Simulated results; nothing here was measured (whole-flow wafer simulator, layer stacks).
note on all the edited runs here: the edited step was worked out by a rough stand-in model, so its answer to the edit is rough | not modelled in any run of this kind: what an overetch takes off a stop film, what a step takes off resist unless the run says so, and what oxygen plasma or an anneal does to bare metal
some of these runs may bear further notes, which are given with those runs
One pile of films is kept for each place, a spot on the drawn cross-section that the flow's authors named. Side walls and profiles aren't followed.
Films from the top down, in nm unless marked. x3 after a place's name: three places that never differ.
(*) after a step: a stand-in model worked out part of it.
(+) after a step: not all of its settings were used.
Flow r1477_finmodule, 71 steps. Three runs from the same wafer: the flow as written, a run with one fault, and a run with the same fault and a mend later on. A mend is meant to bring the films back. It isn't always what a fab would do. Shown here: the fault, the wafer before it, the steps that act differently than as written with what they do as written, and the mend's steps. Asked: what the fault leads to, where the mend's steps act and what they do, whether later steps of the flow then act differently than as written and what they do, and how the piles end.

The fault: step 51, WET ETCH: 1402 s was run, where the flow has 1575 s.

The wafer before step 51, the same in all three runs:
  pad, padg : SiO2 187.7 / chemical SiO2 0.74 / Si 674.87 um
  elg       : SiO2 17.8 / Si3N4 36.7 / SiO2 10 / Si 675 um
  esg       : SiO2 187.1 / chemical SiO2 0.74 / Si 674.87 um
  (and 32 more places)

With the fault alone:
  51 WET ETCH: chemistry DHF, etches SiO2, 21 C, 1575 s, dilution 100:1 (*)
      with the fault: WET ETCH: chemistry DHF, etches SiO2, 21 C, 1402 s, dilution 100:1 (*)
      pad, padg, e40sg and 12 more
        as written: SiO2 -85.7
        with the fault: SiO2 -76.3
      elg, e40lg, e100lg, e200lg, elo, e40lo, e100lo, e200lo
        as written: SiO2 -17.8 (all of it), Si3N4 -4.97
        with the fault: SiO2 -17.8 (all of it), Si3N4 -4.26
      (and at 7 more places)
  Later steps of the flow that act differently than as written (1 more step differs only slightly, by at most 2% or 0.5 nm, whichever is larger, and isn't shown):
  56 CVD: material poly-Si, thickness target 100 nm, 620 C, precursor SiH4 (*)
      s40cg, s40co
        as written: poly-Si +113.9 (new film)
        with the fault: poly-Si +105.2 (new film)
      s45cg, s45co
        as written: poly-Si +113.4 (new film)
        with the fault: poly-Si +104.7 (new film)
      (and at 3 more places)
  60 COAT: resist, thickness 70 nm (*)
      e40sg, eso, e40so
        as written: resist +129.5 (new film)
        with the fault: resist +121.2 (new film)
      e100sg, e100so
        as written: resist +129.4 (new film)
        with the fault: resist +121.2 (new film)
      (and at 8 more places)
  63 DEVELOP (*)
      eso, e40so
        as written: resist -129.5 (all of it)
        with the fault: resist -121.2 (all of it)
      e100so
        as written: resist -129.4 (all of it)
        with the fault: resist -121.2 (all of it)
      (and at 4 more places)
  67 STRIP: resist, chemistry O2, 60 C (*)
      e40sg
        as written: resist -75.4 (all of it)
        with the fault: resist -67.1 (all of it)
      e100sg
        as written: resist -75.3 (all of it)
        with the fault: resist -67.1 (all of it)
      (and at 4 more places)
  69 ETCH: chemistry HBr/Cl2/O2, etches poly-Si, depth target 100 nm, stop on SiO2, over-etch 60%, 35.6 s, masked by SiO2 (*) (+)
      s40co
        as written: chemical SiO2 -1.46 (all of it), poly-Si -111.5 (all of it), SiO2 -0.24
        with the fault: chemical SiO2 -1.41 (all of it), poly-Si -102.8 (all of it), SiO2 -0.29
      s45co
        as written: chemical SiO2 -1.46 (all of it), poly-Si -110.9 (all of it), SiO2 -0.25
        with the fault: chemical SiO2 -1.41 (all of it), poly-Si -102.3 (all of it), SiO2 -0.29
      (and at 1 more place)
  At the end the piles differ from the flow's by more than 2% or 0.5 nm, whichever is larger, at pad, padg, elg and 27 more.
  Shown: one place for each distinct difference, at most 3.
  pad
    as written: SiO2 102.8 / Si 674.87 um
    with the fault: SiO2 112.2 / Si 674.87 um
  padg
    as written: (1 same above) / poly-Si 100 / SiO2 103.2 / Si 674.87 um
    with the fault: (1 same above) / poly-Si 100 / SiO2 112.6 / Si 674.87 um
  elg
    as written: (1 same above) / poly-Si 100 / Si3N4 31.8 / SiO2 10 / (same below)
    with the fault: (1 same above) / poly-Si 100 / Si3N4 32.5 / SiO2 10 / (same below)

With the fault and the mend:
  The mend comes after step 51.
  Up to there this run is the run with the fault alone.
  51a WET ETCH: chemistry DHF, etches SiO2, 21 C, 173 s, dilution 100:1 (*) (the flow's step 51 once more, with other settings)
      pad, padg, e40sg and 12 more
        SiO2 -9.41
      elg, e40lg, e100lg, e200lg, elo, e40lo, e100lo, e200lo
        Si3N4 -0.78
      esg, s40cg, s45cg, s50cg, s40co, s45co, s50co
        SiO2 -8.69
  No later step of the flow acts differently than as written, at any place that is followed, by more than 2% or 0.5 nm, whichever is larger.
  At the end the piles differ from the flow's only slightly at the places that both follow, by at most 2% or 0.5 nm, whichever is larger.
